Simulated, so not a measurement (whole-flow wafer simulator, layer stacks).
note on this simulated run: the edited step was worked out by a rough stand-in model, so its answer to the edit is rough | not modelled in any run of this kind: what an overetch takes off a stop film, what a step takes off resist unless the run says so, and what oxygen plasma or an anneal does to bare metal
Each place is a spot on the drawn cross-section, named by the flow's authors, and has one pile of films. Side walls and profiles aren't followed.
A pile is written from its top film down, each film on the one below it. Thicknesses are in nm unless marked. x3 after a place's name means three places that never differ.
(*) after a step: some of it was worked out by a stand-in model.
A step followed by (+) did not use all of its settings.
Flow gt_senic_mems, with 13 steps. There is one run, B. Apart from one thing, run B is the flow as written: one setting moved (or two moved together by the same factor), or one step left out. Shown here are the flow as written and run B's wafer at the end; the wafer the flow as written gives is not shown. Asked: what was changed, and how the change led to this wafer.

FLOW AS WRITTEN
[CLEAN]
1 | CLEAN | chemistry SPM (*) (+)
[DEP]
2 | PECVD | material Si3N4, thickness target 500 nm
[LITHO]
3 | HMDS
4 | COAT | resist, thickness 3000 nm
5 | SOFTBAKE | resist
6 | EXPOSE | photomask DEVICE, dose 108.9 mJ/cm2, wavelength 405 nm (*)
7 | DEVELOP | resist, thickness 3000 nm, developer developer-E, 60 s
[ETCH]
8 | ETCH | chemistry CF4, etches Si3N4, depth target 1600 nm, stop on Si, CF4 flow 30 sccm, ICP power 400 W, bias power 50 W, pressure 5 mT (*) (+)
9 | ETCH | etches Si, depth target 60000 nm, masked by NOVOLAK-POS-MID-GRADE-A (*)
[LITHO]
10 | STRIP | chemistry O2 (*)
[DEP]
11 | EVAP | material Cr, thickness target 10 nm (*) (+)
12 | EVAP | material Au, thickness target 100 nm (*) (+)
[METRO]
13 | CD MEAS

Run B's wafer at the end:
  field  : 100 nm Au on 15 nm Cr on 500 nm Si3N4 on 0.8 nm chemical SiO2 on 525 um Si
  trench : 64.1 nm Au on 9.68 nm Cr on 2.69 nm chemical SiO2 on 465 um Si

The reason: step 11, EVAP: thickness target 15 nm was run, though the flow has thickness target 10 nm.
The wafer lets one read it off: field has Cr 15, and step 11 as written asks for 10 nm.

The path from the change to this, step by step:
  11 | EVAP | material Cr, thickness target 10 nm (*) (+)
      field: Cr gains 15 (new film) (as written it would have been: Cr gains 10 (new film))
      trench: Cr gains 9.68 (new film) (as written it would have been: Cr gains 6.45 (new film))
